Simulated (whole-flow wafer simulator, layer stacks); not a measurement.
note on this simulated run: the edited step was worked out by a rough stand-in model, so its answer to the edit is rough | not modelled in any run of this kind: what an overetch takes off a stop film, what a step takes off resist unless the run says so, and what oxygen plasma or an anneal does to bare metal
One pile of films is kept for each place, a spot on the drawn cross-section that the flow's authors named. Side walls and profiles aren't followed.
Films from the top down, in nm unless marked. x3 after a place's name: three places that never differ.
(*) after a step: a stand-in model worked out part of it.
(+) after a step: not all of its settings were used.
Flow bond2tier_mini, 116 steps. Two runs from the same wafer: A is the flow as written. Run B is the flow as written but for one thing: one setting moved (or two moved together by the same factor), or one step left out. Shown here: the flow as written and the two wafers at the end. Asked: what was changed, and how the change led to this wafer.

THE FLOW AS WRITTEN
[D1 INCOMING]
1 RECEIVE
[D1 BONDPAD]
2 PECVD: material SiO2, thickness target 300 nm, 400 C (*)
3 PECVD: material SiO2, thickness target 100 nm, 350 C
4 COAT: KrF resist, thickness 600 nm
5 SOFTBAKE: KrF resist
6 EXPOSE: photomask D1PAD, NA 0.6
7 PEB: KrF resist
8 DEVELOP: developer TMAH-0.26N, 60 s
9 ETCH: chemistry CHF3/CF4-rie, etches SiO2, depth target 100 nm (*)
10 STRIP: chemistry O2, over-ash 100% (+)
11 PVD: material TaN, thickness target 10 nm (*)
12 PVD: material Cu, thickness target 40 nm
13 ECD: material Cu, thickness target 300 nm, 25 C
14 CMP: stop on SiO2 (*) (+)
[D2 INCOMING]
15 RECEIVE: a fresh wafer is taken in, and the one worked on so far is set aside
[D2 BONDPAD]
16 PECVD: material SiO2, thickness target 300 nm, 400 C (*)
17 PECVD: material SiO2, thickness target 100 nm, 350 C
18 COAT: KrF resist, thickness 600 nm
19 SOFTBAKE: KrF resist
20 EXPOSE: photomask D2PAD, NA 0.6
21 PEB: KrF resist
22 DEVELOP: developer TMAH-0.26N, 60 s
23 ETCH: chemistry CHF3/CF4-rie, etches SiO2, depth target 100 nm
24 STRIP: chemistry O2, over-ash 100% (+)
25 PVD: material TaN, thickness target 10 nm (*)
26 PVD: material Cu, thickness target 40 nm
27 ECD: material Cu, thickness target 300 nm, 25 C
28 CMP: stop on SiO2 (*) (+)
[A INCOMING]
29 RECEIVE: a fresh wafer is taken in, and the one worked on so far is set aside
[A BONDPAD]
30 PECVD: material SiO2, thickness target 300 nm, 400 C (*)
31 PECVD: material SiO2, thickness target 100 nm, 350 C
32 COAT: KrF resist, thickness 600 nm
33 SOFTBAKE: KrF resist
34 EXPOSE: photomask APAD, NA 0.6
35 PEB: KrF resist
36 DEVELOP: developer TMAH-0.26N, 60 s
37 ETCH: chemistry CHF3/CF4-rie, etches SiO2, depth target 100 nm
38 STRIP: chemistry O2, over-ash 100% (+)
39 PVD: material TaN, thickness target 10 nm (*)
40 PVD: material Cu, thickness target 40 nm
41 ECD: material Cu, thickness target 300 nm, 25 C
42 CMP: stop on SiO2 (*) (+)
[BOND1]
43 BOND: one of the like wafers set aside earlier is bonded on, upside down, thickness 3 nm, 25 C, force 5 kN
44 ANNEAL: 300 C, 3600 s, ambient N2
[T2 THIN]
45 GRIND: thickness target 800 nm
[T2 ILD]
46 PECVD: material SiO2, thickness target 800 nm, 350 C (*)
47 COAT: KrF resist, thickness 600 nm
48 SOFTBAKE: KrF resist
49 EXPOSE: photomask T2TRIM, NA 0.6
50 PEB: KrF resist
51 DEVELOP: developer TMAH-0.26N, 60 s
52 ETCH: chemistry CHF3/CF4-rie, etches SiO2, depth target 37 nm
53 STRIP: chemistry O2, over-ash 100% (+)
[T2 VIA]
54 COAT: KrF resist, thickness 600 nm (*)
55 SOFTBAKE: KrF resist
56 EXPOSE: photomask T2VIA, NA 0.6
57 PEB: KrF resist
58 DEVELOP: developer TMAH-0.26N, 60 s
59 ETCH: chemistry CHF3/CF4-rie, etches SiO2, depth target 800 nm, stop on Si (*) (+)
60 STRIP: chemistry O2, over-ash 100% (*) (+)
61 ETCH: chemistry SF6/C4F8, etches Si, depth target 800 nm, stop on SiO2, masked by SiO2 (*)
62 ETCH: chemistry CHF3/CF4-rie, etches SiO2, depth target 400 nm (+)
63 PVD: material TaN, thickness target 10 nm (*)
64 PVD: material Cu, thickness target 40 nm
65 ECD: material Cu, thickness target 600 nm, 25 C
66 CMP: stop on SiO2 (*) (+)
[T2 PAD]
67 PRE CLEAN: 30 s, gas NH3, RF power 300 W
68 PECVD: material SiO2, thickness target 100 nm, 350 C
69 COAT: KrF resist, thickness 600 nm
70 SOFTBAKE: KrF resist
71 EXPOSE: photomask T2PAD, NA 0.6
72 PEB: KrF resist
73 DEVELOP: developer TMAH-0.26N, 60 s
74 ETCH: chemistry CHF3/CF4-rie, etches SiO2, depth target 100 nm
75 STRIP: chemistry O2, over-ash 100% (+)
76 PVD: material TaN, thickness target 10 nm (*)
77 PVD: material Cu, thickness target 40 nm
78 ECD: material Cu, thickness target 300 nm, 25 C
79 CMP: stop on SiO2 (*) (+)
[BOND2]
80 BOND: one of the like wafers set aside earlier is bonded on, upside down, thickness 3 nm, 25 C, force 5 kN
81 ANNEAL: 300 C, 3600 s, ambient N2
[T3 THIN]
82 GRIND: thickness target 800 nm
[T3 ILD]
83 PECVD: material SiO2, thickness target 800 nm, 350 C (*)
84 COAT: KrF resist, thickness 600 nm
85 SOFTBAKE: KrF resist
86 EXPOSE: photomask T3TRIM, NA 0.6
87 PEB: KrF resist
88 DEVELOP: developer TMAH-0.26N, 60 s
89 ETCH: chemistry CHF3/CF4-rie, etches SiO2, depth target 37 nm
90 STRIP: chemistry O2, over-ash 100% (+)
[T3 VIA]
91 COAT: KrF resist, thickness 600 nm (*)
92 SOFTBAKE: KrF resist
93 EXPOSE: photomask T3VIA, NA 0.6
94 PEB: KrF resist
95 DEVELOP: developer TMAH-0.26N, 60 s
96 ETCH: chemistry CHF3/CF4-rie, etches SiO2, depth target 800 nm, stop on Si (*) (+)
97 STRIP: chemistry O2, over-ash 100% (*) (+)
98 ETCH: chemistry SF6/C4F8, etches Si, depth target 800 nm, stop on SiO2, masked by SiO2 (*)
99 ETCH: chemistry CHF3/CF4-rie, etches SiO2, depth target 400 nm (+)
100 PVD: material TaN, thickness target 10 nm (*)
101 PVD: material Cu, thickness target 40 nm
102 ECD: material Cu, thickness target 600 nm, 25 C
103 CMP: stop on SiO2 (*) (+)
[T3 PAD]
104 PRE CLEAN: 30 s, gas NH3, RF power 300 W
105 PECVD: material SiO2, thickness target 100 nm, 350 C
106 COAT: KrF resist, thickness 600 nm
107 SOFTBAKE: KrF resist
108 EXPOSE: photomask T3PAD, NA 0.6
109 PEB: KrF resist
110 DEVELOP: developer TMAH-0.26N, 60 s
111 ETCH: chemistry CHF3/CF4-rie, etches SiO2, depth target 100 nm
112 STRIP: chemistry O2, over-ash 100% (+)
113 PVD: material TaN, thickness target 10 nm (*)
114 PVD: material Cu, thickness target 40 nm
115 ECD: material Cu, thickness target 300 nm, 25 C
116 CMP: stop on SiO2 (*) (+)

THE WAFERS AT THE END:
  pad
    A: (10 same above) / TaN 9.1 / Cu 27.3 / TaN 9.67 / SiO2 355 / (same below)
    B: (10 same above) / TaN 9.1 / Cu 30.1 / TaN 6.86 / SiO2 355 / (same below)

The cause: step 63, PVD: thickness target 7.1 nm was run, where the flow has thickness target 10 nm.

How the change led to this, step by step:
  63 PVD: material TaN, thickness target 10 nm (*)
      field: A TaN +10 (new film) | B TaN +7.1 (new film)
      pad: A TaN +9.67 (new film) | B TaN +6.86 (new film)
  66 CMP: stop on SiO2 (*) (+)
      field: A Cu -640 (all of it), TaN -10 (all of it) | B Cu -640 (all of it), TaN -7.1 (all of it)
